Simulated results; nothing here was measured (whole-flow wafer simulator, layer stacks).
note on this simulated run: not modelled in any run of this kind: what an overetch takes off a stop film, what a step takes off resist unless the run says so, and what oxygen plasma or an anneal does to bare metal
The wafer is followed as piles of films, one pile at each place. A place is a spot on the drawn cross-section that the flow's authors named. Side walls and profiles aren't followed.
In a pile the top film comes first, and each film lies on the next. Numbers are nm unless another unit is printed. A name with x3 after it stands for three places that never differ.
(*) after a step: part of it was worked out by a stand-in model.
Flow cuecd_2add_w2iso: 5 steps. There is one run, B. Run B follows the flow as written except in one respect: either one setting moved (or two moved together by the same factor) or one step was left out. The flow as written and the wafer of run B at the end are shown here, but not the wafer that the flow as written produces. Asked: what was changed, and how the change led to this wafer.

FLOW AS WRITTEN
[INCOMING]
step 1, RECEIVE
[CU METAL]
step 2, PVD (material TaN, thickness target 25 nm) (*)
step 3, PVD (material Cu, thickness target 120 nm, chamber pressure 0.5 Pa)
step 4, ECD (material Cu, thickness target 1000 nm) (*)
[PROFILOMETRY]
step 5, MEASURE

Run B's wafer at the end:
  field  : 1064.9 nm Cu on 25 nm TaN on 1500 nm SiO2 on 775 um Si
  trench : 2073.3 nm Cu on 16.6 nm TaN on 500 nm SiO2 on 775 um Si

What caused this: step 3, PVD: thickness target 64.9 nm was run, while the flow as written has thickness target 120 nm.

Step by step, how the change led to this:
  step 3, PVD (material Cu, thickness target 120 nm, chamber pressure 0.5 Pa)
      field: Cu gains 64.9 (new film) (in the flow as written it would be: Cu gains 120 (new film))
      trench: Cu gains 43.9 (new film) (in the flow as written it would be: Cu gains 80.8 (new film))
